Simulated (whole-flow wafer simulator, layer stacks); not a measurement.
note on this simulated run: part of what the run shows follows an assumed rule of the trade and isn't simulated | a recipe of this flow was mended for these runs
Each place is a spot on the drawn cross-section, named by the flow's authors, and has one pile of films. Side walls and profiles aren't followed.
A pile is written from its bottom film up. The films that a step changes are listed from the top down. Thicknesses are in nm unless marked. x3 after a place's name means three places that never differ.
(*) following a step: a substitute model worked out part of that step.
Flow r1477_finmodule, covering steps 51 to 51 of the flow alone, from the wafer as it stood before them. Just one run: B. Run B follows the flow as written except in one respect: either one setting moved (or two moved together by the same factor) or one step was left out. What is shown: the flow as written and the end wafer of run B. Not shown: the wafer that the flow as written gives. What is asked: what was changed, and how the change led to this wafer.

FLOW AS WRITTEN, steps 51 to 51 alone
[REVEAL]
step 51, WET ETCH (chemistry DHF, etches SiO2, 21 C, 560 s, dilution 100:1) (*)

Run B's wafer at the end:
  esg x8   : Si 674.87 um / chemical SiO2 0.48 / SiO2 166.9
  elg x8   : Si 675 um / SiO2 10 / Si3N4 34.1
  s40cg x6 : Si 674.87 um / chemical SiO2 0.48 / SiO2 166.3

Cause: step 51, WET ETCH: 470 s was run, whereas the flow has 560 s.

Step by step, how the change led to this:
  step 51, WET ETCH (chemistry DHF, etches SiO2, 21 C, 560 s, dilution 100:1) (*)
      esg x8, s40cg x6, s40sg x6: -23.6 SiO2 (as written it would have been: -28.1 SiO2)
      pad x2: -25.6 SiO2 (as written it would have been: -30.5 SiO2)
